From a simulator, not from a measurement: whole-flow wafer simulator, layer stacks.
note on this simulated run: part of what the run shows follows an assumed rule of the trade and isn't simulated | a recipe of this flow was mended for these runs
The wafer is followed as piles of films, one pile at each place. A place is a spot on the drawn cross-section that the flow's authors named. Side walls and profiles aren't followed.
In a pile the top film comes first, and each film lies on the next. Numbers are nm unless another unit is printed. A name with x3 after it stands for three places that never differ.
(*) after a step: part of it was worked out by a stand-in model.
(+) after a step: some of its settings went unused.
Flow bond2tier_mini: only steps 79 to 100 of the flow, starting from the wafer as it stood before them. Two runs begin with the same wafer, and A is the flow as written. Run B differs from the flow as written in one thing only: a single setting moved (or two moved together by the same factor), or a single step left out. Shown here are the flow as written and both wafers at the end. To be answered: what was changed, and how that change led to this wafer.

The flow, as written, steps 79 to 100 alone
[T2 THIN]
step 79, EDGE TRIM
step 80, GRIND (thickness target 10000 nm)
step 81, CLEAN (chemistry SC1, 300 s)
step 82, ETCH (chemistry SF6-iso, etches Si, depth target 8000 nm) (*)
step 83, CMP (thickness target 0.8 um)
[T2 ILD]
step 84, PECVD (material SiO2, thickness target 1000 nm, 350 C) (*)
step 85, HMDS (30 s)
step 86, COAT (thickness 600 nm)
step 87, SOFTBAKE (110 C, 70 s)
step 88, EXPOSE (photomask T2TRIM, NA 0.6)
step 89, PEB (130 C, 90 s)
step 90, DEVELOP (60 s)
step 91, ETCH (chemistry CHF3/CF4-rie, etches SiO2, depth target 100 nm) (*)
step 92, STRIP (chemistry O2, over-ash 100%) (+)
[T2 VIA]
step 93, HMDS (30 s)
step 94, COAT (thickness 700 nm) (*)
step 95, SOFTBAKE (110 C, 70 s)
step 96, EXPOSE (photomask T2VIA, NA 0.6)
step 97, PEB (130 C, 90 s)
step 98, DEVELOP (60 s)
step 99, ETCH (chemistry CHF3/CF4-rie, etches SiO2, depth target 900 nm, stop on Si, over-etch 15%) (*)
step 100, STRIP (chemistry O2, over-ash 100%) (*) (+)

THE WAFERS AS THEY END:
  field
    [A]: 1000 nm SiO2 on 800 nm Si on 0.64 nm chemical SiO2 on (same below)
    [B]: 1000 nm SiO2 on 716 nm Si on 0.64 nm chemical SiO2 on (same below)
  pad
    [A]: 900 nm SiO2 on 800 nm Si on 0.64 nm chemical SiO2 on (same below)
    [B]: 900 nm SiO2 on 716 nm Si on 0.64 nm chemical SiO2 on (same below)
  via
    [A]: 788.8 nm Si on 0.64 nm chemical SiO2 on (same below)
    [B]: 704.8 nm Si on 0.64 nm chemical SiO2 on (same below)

Cause: step 83, CMP: thickness target 0.716 um was run, whereas the flow has thickness target 0.8 um.

The path from the change to this, step by step:
  step 83, CMP (thickness target 0.8 um)
      field, pad, via: A Si loses 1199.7 | B Si loses 1283.7
